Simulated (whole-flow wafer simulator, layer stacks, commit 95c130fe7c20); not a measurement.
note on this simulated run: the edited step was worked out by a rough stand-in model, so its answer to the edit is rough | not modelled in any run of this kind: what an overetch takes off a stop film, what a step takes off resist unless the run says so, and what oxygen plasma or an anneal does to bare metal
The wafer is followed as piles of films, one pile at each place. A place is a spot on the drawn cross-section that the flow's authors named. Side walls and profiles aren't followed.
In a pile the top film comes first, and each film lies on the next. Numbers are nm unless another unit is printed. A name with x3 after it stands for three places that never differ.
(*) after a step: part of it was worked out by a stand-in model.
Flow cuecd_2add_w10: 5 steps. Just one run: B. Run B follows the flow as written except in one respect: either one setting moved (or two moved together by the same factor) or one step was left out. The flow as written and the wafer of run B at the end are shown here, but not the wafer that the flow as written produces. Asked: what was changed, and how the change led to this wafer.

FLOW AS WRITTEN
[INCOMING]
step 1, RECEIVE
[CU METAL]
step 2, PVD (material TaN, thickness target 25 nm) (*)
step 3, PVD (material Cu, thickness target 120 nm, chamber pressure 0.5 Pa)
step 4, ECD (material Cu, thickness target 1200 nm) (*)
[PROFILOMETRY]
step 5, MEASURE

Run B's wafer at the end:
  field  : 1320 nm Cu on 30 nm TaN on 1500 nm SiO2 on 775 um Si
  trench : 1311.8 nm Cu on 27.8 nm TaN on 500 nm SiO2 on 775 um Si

The reason: step 2, PVD: thickness target 30 nm was run, though the flow has thickness target 25 nm.
The wafer lets one read it off: field has TaN 30, and step 2 as written asks for 25 nm.

The path from the change to this, step by step:
  step 2, PVD (material TaN, thickness target 25 nm) (*)
      field: TaN gains 30 (new film) (it would be, as written: TaN gains 25 (new film))
      trench: TaN gains 27.8 (new film) (it would be, as written: TaN gains 23.2 (new film))
